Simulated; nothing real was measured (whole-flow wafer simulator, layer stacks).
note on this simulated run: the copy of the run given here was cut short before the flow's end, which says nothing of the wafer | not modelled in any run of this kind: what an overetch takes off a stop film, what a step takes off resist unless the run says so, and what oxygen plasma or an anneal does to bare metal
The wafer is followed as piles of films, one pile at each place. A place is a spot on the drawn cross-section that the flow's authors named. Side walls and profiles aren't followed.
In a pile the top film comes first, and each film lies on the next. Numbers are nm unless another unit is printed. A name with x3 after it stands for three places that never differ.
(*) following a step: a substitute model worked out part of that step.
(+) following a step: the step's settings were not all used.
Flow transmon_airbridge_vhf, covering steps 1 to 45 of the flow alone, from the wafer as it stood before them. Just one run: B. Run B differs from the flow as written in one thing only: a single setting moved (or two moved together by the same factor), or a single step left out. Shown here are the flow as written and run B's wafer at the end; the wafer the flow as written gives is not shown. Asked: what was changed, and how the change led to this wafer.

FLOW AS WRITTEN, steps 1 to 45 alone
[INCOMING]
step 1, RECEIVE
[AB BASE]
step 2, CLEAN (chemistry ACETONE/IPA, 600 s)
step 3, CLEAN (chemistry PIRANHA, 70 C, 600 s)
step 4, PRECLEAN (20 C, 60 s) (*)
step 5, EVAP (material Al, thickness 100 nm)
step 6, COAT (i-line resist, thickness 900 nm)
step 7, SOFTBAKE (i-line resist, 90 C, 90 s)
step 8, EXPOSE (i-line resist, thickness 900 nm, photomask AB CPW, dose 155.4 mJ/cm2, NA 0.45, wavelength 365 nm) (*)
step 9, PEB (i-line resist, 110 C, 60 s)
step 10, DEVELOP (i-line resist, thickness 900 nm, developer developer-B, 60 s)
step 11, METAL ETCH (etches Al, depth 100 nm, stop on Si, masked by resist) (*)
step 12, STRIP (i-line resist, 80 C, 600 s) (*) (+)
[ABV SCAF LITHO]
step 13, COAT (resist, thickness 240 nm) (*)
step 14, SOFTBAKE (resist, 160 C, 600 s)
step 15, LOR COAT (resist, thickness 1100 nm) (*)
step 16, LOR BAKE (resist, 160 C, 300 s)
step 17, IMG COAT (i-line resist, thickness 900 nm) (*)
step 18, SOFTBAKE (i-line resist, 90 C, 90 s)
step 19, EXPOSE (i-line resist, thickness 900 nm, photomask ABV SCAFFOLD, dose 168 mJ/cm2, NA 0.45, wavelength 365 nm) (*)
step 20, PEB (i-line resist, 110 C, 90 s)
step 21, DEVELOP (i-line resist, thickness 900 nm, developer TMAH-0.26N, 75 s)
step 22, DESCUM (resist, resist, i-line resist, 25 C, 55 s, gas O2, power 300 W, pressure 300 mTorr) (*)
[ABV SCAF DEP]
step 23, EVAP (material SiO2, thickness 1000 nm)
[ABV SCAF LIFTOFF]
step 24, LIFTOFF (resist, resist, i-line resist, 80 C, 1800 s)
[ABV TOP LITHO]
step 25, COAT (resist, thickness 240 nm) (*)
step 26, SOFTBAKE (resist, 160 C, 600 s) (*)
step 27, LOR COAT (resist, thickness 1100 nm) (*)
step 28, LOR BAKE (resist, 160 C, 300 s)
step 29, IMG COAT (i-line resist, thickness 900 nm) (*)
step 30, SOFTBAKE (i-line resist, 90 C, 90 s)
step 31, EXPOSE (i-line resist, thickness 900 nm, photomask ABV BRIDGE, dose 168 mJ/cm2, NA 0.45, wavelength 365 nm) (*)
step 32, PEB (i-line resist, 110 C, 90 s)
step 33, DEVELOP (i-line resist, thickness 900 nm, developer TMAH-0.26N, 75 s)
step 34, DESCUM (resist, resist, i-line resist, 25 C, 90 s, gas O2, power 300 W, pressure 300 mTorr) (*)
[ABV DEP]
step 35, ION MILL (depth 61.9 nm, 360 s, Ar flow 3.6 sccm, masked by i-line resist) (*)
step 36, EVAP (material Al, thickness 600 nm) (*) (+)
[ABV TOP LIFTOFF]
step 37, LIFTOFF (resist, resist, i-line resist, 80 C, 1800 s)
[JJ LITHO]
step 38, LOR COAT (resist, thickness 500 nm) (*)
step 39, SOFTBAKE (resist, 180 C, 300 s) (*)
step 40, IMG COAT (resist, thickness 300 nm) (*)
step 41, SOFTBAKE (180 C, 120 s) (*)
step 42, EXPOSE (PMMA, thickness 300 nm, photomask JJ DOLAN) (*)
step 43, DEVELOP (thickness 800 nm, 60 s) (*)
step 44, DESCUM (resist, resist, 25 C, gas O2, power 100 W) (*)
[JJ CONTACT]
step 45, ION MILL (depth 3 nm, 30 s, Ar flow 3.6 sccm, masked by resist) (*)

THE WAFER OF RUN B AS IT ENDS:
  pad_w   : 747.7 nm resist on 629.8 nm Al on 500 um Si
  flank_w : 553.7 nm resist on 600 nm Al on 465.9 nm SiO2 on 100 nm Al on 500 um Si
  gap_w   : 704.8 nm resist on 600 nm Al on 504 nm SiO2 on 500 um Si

Cause: step 23, EVAP: thickness 540 nm was run, though the flow has thickness 1000 nm.

The path from the change to this, step by step:
  step 23, EVAP (material SiO2, thickness 1000 nm)
      field x3, jj_line, ground_far and 10 more: SiO2 gains 540 (new film) (in the flow as written it would be: SiO2 gains 1000 (new film))
      flank_w, flank_e: SiO2 gains 501.8 (new film) (in the flow as written it would be: SiO2 gains 929.3 (new film))
  step 24, LIFTOFF (resist, resist, i-line resist, 80 C, 1800 s)
      field x3, jj_line, trace_open_s x2: SiO2 loses 540 (all of it), i-line resist loses 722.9 (all of it), resist loses 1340 (all of it) (in the flow as written it would be: SiO2 loses 1000 (all of it), i-line resist loses 722.9 (all of it), resist loses 1340 (all of it))
      pad_w, pad_e: SiO2 loses 540 (all of it), i-line resist loses 718 (all of it), resist loses 1330.2 (all of it) (in the flow as written it would be: SiO2 loses 1000 (all of it), i-line resist loses 718 (all of it), resist loses 1330.2 (all of it))
      (as well as at 1 more place)
  step 25, COAT (resist, thickness 240 nm) (*)
      flank_w, flank_e: resist gains 169.3 (new film) (in the flow as written it would be: resist gains 152.6 (new film))
      gap_w, gap_e: resist gains 230.1 (new film) (in the flow as written it would be: resist gains 210.7 (new film))
      (as well as at 6 more places)
  step 27, LOR COAT (resist, thickness 1100 nm) (*)
      gap_w, gap_e: resist gains 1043 (in the flow as written it would be: resist gains 977.8)
      margin_s, margin_n: resist gains 940.4 (in the flow as written it would be: resist gains 823.4)
      (as well as at 6 more places)
  step 29, IMG COAT (i-line resist, thickness 900 nm) (*)
      gap_w, gap_e: i-line resist gains 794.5 (new film) (in the flow as written it would be: i-line resist gains 681.7 (new film))
      margin_s, margin_n: i-line resist gains 747.5 (new film) (in the flow as written it would be: i-line resist gains 603.2 (new film))
      (as well as at 7 more places)
  step 32, PEB (i-line resist, 110 C, 90 s)
      pad_w, pad_e: i-line resist loses 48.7 (in the flow as written it would be: i-line resist loses 51)
      flank_w, flank_e: i-line resist loses 42.8 (in the flow as written it would be: i-line resist loses 38.3)
      (as well as at 7 more places)
  step 33, DEVELOP (i-line resist, thickness 900 nm, developer TMAH-0.26N, 75 s)
      gap_w, gap_e: i-line resist loses 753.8 (all of it), resist loses 1043 (in the flow as written it would be: i-line resist loses 646.9 (all of it), resist loses 977.8)
      pad_w: i-line resist loses 896.9 (all of it), resist loses 1175.1 (in the flow as written it would be: i-line resist loses 937.2 (all of it), resist loses 1247.8)
      (as well as at 5 more places)
  step 34, DESCUM (resist, resist, i-line resist, 25 C, 90 s, gas O2, power 300 W, pressure 300 mTorr) (*)
      flank_w, flank_e: resist loses 169.3 (all of it) (in the flow as written it would be: resist loses 152.6 (all of it))
      gap_w, gap_e: resist loses 230.1 (all of it) (in the flow as written it would be: resist loses 210.7 (all of it))
      (as well as at 4 more places)
  step 37, LIFTOFF (resist, resist, i-line resist, 80 C, 1800 s)
      margin_s, margin_n: Al loses 600 (all of it), i-line resist loses 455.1 (all of it), resist loses 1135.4 (all of it) (in the flow as written it would be: Al loses 600 (all of it), i-line resist loses 318.3 (all of it), resist loses 992 (all of it))
      ground_far: Al loses 600 (all of it), i-line resist loses 660.5 (all of it), resist loses 1367.6 (all of it) (in the flow as written it would be: Al loses 600 (all of it), i-line resist loses 717.9 (all of it), resist loses 1384.9 (all of it))
  step 38, LOR COAT (resist, thickness 500 nm) (*)
      pad_w, pad_e: resist gains 491.4 (new film) (in the flow as written it would be: resist gains 517 (new film))
      flank_w, flank_e: resist gains 361.8 (new film) (in the flow as written it would be: resist gains 306.5 (new film))
      (as well as at 6 more places)
  step 40, IMG COAT (resist, thickness 300 nm) (*)
      pad_w, pad_e: resist gains 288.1 (in the flow as written it would be: resist gains 300.1)
      flank_w, flank_e: resist gains 223.8 (in the flow as written it would be: resist gains 212.1)
      (as well as at 6 more places)
